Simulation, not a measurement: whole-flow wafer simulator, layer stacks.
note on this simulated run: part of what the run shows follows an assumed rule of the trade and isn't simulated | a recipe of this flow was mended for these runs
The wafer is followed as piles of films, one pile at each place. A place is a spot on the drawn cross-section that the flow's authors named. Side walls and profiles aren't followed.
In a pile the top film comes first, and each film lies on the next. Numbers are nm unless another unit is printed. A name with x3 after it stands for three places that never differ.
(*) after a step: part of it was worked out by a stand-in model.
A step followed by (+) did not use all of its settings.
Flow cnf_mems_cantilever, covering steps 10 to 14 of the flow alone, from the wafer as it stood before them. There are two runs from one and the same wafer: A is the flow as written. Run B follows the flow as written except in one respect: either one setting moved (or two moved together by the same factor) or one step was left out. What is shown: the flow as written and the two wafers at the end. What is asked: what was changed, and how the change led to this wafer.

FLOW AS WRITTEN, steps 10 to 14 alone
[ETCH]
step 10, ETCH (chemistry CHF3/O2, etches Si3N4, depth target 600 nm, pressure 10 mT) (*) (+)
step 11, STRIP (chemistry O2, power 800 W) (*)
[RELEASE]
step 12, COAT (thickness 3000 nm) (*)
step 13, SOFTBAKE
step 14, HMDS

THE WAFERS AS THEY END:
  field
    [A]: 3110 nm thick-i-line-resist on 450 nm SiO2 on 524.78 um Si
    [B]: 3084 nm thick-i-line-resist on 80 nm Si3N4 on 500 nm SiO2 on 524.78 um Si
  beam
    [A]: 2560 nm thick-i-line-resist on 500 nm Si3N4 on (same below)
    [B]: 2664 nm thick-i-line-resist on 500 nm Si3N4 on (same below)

The reason: step 10, ETCH: depth target 420 nm was run, while the flow as written has depth target 600 nm.

The path from the change to this, step by step:
  step 10, ETCH (chemistry CHF3/O2, etches Si3N4, depth target 600 nm, pressure 10 mT) (*) (+)
      field: A -500 Si3N4 (all of it), -50 SiO2 | B -420 Si3N4
      beam: A -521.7 KrF-resist | B -365.2 KrF-resist
  step 11, STRIP (chemistry O2, power 800 W) (*)
      beam: A -460.9 KrF-resist (all of it) | B -617.4 KrF-resist (all of it)
  step 12, COAT (thickness 3000 nm) (*)
      beam: A +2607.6 thick-i-line-resist (new film) | B +2698.7 thick-i-line-resist (new film)
  step 13, SOFTBAKE
      field: A +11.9 thick-i-line-resist | B +8.67 thick-i-line-resist
      beam: A -47.6 thick-i-line-resist | B -34.7 thick-i-line-resist
